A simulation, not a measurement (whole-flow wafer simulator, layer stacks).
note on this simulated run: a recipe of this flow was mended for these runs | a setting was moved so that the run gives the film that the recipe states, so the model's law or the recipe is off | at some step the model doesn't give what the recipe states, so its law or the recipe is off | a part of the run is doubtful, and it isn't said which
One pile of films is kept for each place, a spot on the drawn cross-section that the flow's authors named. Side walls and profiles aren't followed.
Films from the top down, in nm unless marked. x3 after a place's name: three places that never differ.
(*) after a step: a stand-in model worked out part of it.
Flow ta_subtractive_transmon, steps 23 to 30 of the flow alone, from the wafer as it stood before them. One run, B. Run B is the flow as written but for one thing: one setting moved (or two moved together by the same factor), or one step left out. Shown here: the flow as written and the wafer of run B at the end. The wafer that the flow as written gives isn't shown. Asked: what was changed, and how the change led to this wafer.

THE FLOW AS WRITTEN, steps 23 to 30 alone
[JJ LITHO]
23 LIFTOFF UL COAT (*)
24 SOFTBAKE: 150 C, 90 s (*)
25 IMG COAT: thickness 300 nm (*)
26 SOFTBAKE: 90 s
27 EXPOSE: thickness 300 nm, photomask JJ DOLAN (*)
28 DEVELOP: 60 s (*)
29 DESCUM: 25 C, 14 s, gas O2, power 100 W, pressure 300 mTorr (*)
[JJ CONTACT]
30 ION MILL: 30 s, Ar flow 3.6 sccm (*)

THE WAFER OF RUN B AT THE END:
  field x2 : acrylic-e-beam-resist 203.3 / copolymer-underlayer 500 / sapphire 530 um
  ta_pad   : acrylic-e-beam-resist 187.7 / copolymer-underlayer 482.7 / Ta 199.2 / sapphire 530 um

The cause: step 25, IMG COAT: thickness 235 nm was run, where the flow has thickness 300 nm; step 27, EXPOSE: thickness 235 nm was run, where the flow has thickness 300 nm.

How the change led to this, step by step:
  25 IMG COAT: thickness 300 nm (*)
      field x2, jj_line: acrylic-e-beam-resist +235 (new film) (as written it would be: acrylic-e-beam-resist +300 (new film))
      lead: acrylic-e-beam-resist +245.6 (new film) (as written it would be: acrylic-e-beam-resist +312.5 (new film))
      (and at 2 more places)
  28 DEVELOP: 60 s (*)
      jj_line: acrylic-e-beam-resist -235 (all of it), copolymer-underlayer -500 (all of it) (as written it would be: acrylic-e-beam-resist -300 (all of it), copolymer-underlayer -500 (all of it))
      lead: acrylic-e-beam-resist -245.6 (all of it), copolymer-underlayer -554.7 (all of it) (as written it would be: acrylic-e-beam-resist -312.5 (all of it), copolymer-underlayer -554.7 (all of it))
      (and at 1 more place)
